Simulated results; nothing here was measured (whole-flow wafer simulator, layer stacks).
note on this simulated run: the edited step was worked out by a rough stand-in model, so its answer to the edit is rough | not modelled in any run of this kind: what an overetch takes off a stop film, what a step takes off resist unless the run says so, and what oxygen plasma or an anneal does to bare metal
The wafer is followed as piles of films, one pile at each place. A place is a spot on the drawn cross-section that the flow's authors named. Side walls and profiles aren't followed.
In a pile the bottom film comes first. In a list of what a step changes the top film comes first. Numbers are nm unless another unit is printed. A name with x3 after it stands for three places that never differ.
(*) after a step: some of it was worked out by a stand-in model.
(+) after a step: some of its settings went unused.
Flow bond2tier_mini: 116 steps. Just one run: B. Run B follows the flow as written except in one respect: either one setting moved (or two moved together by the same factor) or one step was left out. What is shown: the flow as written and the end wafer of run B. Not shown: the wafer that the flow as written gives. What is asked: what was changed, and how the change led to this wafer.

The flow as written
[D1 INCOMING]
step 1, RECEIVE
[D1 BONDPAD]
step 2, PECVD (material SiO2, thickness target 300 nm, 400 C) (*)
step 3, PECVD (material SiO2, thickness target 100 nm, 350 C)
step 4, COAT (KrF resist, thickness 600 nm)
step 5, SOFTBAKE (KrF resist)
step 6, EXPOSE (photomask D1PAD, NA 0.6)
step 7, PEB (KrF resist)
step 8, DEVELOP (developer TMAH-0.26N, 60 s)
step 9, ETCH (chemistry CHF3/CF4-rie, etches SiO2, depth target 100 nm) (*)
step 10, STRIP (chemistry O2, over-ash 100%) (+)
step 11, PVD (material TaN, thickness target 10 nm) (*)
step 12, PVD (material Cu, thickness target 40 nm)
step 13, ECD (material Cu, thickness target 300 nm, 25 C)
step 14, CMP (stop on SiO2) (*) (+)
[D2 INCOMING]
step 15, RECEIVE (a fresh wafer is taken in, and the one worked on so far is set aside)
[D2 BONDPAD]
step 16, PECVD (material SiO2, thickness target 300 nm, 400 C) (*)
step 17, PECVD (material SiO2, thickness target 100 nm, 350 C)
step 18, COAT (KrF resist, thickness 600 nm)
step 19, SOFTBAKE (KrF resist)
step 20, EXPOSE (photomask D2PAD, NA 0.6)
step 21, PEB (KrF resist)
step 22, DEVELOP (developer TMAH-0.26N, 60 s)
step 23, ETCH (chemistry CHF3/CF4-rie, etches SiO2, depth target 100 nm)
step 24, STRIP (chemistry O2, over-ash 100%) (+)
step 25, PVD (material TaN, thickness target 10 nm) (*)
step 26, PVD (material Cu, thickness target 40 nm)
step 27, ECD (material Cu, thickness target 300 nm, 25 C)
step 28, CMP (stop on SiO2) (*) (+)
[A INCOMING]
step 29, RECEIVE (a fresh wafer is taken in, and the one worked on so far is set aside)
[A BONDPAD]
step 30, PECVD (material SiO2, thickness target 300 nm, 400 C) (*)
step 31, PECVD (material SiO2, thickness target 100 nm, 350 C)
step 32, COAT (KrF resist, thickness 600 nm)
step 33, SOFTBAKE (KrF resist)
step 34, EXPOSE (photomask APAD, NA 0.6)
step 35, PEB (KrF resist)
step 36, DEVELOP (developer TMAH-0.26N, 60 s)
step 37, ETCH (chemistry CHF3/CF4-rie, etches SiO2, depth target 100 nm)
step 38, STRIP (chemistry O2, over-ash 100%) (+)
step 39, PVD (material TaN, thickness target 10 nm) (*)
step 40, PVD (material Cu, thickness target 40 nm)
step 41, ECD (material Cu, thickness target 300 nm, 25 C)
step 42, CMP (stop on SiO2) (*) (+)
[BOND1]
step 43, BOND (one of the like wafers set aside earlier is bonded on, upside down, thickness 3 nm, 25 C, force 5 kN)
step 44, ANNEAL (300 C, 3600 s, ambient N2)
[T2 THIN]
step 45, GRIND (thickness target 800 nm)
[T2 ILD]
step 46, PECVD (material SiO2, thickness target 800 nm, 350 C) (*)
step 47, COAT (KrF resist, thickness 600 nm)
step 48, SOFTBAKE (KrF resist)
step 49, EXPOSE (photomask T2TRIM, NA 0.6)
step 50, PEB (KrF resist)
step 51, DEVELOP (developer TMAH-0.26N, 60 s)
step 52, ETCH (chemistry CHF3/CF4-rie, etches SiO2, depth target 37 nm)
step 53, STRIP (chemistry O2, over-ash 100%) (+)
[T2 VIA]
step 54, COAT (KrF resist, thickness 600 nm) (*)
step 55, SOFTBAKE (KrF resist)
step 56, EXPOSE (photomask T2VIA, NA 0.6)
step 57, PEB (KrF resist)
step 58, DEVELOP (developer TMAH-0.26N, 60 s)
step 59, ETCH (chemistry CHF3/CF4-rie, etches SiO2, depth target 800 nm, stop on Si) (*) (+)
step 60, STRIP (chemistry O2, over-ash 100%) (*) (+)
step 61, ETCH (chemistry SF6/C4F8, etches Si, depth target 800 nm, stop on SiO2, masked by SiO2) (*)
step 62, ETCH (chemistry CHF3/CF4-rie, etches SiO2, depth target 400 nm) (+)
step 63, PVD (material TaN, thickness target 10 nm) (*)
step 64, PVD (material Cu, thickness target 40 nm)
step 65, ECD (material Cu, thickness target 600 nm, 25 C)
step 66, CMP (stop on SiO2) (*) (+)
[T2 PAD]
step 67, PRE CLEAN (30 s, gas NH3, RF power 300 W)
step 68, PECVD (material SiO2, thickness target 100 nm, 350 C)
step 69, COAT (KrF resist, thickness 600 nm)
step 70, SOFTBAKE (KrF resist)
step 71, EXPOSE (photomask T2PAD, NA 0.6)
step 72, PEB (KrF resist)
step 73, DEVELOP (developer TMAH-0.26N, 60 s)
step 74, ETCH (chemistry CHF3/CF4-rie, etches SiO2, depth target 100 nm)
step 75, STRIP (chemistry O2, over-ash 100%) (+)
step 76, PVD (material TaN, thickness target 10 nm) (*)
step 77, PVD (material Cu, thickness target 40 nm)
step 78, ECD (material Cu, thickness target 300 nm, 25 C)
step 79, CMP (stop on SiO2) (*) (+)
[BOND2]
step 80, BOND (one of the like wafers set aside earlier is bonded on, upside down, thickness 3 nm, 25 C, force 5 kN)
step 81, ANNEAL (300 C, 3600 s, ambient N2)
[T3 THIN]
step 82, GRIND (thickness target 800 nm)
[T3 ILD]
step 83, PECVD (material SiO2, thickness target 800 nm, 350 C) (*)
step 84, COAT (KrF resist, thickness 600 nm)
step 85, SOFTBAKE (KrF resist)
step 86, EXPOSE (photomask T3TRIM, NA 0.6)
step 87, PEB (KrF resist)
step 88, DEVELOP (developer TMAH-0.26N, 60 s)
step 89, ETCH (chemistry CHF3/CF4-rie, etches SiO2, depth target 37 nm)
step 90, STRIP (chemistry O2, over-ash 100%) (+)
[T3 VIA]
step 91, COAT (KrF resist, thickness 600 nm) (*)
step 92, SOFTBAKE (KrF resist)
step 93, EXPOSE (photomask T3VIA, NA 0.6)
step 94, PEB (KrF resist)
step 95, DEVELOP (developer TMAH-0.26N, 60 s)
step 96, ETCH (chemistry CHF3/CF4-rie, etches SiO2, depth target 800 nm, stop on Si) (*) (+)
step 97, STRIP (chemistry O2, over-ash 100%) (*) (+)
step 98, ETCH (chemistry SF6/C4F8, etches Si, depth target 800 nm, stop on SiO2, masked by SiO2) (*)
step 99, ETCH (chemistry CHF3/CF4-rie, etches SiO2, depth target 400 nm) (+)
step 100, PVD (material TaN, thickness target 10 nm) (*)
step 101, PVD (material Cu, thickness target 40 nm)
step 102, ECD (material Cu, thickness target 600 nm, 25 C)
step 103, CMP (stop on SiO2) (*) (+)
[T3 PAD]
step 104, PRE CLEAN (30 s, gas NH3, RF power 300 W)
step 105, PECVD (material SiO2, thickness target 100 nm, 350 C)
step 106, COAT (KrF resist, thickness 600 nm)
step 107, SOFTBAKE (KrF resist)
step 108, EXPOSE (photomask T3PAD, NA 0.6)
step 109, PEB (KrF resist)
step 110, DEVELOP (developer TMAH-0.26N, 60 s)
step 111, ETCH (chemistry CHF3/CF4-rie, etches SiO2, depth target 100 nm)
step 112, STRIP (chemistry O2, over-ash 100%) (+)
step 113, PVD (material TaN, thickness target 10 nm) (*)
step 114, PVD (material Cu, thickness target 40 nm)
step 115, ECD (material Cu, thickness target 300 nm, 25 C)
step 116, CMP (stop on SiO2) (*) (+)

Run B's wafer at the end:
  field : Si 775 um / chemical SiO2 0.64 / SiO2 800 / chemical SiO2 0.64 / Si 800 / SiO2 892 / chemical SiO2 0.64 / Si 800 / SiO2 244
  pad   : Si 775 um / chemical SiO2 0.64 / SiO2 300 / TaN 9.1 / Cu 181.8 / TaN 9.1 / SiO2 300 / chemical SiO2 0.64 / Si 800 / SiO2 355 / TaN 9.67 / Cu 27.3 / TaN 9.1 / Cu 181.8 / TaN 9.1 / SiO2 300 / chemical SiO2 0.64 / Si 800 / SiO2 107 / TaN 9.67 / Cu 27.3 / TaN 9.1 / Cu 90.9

Cause: step 83, PECVD: thickness target 552 nm was run, whereas the flow has thickness target 800 nm.

The path from the change to this, step by step:
  step 83, PECVD (material SiO2, thickness target 800 nm, 350 C) (*)
      field, pad: +552 SiO2 (new film) (as written it would have been: +800 SiO2 (new film))
  step 96, ETCH (chemistry CHF3/CF4-rie, etches SiO2, depth target 800 nm, stop on Si) (*) (+)
      field, pad: -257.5 KrF resist (as written it would have been: -266.7 KrF resist)
  step 97, STRIP (chemistry O2, over-ash 100%) (*) (+)
      field: -313.1 KrF resist (all of it) (as written it would have been: -303.9 KrF resist (all of it))
      pad: -345.1 KrF resist (all of it) (as written it would have been: -336 KrF resist (all of it))
